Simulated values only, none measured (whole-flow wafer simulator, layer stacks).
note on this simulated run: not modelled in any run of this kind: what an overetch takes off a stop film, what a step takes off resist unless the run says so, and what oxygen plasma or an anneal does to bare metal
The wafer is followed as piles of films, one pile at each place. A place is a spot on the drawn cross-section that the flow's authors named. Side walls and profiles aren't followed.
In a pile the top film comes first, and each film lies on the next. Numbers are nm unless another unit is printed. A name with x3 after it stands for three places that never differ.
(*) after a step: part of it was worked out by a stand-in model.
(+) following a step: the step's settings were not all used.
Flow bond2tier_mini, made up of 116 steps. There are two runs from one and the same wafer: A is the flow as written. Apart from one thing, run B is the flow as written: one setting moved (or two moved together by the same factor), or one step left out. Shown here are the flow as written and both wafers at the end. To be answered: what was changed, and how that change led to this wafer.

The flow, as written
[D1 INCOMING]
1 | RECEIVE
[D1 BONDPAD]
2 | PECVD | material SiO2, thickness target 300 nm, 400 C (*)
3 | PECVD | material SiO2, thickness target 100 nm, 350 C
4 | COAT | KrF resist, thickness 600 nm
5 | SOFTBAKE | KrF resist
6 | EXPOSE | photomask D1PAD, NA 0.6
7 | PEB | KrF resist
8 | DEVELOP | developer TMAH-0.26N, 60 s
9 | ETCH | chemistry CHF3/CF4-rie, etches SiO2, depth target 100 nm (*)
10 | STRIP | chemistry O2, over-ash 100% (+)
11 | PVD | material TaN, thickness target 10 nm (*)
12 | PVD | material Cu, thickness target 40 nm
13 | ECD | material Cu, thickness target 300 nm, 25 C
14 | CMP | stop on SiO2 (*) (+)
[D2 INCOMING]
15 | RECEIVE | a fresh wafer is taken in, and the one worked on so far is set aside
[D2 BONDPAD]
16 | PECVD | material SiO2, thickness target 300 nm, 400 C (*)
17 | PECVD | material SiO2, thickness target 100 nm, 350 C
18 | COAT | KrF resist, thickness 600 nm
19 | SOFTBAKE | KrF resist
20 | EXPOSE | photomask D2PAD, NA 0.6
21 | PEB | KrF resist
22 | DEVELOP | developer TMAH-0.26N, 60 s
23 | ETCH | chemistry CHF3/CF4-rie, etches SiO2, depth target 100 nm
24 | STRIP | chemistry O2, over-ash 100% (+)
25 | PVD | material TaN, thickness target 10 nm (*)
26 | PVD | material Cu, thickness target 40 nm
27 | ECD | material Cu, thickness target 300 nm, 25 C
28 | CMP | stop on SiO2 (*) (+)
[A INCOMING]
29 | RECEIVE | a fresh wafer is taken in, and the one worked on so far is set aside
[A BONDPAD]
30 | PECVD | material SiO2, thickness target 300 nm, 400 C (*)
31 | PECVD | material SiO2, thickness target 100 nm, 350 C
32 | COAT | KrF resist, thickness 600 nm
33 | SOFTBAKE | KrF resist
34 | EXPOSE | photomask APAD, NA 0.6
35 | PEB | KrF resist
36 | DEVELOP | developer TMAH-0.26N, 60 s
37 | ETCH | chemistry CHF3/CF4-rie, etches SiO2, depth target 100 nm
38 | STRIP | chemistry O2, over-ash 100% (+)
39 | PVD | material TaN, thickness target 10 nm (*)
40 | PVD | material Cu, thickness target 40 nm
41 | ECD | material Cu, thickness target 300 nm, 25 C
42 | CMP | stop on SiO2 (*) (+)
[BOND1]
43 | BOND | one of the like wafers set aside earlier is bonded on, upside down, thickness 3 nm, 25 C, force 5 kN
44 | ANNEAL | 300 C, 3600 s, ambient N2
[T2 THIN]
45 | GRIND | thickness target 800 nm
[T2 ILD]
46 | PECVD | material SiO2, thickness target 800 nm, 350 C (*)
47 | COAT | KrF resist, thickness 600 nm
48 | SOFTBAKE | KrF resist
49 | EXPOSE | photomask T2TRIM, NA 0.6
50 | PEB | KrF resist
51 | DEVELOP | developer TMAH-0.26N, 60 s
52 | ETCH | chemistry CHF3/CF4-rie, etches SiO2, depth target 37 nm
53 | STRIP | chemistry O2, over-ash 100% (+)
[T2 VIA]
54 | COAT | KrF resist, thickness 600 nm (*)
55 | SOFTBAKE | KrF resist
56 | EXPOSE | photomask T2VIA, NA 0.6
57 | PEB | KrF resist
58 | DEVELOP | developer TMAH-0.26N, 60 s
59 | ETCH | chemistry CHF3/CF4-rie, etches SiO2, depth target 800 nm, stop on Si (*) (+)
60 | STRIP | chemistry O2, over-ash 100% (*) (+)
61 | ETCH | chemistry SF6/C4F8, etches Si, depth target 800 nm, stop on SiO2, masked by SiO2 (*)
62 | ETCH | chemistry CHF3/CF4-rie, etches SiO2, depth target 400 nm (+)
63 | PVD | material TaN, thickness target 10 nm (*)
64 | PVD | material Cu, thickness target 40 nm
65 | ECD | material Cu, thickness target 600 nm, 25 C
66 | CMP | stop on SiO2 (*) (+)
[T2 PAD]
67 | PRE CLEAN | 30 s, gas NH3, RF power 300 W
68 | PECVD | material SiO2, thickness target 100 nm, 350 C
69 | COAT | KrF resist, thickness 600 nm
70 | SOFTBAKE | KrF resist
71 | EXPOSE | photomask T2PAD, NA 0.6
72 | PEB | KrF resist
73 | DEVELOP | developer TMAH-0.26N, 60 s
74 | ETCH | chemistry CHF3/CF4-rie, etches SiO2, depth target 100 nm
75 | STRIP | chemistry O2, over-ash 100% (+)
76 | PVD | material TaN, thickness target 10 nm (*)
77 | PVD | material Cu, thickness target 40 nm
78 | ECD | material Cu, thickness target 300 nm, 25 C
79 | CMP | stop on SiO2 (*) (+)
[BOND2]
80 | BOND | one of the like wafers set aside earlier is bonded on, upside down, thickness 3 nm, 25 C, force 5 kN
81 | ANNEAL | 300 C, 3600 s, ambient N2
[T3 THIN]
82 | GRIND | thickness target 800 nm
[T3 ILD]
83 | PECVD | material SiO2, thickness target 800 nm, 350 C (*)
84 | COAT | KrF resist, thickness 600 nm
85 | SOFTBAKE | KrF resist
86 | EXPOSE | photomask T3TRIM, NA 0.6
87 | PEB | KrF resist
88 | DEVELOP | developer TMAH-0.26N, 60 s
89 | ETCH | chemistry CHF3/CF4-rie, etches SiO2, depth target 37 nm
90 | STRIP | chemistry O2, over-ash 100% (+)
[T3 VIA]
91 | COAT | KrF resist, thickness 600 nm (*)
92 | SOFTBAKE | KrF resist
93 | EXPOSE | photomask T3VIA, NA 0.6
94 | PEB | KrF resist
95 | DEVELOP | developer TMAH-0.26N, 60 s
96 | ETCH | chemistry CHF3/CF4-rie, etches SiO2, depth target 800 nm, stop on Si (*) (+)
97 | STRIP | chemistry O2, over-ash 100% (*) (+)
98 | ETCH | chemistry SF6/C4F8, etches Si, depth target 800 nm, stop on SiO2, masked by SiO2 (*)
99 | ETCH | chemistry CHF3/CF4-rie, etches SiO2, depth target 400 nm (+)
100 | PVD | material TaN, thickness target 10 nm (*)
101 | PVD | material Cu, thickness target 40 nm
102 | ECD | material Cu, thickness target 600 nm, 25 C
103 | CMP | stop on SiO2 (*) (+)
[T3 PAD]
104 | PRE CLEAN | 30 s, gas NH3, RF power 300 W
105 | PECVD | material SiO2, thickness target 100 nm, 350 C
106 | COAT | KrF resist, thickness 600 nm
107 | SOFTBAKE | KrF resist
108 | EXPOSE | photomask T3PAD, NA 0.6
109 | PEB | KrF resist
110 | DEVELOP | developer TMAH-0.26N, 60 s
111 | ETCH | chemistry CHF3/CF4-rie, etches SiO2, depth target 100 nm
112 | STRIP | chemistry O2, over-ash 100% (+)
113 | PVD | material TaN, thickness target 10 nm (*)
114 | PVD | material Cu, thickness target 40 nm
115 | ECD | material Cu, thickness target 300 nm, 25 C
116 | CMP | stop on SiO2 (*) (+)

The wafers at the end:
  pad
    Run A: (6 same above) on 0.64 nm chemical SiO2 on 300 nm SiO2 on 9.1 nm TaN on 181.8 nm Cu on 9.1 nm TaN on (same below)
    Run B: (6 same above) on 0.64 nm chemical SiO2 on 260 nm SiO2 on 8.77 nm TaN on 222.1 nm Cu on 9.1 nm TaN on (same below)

What caused this: step 23, ETCH: depth target 140 nm was run, while the flow as written has depth target 100 nm.

The path from the change to this, step by step:
  23 | ETCH | chemistry CHF3/CF4-rie, etches SiO2, depth target 100 nm
      pad, via: A SiO2 loses 100 | B SiO2 loses 140
      field: A KrF resist loses 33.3 | B KrF resist loses 46.7
  24 | STRIP | chemistry O2, over-ash 100% (+)
      field: A KrF resist loses 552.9 (all of it) | B KrF resist loses 539.6 (all of it)
  26 | PVD | material Cu, thickness target 40 nm
      pad: A Cu gains 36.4 (new film) | B Cu gains 35.1 (new film)
  27 | ECD | material Cu, thickness target 300 nm, 25 C
      pad: A Cu gains 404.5 | B Cu gains 446.2
      via: A Cu gains 400.2 | B Cu gains 440.4
  80 | BOND | one of the like wafers set aside earlier is bonded on, upside down, thickness 3 nm, 25 C, force 5 kN
      pad: A Si gains 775 um (new film), chemical SiO2 gains 0.64 (new film), SiO2 gains 300 (new film), TaN gains 9.1 (new film), Cu gains 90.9 | B Si gains 775 um (new film), chemical SiO2 gains 0.64 (new film), SiO2 gains 260 (new film), TaN gains 8.77 (new film), Cu gains 131.2
